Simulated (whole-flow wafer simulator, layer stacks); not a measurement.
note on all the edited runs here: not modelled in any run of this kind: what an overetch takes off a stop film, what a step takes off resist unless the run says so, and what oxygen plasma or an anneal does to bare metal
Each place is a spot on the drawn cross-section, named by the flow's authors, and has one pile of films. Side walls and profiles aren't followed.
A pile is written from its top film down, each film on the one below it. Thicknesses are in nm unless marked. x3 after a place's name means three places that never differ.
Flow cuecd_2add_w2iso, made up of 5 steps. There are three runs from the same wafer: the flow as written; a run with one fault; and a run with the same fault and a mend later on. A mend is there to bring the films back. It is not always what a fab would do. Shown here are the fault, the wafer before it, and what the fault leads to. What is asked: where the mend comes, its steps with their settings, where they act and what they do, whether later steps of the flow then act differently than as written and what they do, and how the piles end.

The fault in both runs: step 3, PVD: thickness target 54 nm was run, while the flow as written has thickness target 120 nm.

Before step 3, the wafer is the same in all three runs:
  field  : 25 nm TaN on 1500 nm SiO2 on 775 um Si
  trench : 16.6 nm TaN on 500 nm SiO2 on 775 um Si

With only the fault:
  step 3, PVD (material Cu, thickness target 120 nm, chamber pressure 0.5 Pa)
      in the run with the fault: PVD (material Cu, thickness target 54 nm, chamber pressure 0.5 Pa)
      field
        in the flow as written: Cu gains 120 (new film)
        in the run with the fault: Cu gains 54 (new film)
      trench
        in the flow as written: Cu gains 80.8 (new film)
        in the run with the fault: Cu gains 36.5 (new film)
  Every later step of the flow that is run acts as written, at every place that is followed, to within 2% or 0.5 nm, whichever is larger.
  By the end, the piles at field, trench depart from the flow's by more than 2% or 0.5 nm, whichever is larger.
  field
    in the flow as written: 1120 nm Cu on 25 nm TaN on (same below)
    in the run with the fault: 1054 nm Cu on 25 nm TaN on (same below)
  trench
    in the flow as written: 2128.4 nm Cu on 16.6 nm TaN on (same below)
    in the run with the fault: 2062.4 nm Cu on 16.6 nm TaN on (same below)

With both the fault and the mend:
  The mend follows step 3.
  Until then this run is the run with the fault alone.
  step 3a, PVD (material Cu, thickness target 66 nm, chamber pressure 0.5 Pa) (the flow's step 3 again, with other settings)
      field
        Cu gains 66
      trench
        Cu gains 43.9
  Every later step of the flow that is run acts as written, at every place that is followed, to within 2% or 0.5 nm, whichever is larger.
  At every place that both follow, the piles at the end match the flow's.
